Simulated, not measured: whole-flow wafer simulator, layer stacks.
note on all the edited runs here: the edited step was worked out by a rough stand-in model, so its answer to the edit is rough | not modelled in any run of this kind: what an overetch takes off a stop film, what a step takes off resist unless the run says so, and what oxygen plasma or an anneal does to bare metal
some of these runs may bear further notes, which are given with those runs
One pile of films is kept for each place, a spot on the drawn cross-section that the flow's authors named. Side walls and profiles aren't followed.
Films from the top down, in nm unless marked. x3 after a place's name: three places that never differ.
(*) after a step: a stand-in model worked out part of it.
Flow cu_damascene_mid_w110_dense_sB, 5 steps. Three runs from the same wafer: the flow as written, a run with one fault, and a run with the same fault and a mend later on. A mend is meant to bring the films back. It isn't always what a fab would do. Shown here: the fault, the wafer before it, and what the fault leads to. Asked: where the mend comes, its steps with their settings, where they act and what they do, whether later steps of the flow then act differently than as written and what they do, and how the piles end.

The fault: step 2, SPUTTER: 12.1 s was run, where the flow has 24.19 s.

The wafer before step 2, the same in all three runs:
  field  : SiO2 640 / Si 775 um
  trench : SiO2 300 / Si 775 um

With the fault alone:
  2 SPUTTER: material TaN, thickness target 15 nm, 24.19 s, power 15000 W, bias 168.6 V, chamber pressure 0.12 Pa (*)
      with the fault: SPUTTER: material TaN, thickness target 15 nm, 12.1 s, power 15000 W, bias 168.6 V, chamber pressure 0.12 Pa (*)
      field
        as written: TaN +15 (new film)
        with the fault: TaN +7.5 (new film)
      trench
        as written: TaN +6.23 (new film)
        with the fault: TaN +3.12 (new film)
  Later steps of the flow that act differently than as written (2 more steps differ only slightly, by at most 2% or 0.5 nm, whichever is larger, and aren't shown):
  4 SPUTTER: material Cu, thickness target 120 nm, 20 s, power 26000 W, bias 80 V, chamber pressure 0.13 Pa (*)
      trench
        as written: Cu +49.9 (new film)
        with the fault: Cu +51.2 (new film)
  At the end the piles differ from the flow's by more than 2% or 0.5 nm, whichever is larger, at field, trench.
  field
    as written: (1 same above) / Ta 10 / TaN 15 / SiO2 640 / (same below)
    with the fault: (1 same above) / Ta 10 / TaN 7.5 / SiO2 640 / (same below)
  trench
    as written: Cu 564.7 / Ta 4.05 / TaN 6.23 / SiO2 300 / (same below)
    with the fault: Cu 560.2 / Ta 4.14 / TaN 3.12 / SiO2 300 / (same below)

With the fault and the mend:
  The mend comes after step 2.
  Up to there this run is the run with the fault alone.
  2a SPUTTER: material TaN, thickness target 15 nm, 12.09 s, power 15000 W, bias 168.6 V, chamber pressure 0.12 Pa (*) (the flow's step 2 once more, with other settings)
      field
        TaN +7.5
      trench
        TaN +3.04
  No later step of the flow acts differently than as written, at any place that is followed, by more than 2% or 0.5 nm, whichever is larger.
  At the end the piles differ from the flow's only slightly at the places that both follow, by at most 2% or 0.5 nm, whichever is larger.
